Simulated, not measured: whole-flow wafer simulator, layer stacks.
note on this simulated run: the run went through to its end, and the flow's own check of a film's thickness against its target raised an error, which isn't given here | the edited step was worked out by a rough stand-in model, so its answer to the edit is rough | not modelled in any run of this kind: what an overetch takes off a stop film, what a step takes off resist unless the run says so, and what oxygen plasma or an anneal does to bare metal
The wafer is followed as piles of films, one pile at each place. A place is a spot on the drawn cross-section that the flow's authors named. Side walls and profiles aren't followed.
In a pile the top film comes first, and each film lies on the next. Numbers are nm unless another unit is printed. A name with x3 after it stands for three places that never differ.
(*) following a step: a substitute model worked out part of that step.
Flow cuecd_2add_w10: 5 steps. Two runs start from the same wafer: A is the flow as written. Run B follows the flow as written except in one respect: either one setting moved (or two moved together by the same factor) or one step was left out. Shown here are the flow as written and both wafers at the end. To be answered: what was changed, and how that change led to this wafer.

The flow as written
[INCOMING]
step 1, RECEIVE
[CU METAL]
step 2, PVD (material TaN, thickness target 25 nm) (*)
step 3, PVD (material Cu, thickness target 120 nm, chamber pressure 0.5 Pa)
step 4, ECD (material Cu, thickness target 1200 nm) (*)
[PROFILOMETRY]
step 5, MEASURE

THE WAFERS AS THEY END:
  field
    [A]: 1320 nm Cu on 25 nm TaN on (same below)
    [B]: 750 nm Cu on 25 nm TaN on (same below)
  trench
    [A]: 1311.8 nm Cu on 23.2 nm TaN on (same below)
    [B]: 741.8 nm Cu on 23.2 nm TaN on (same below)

What caused this: step 4, ECD: thickness target 630 nm was run, while the flow as written has thickness target 1200 nm.

How this came from the change, step by step:
  step 4, ECD (material Cu, thickness target 1200 nm) (*)
      field, trench: A +1200 Cu | B +630 Cu
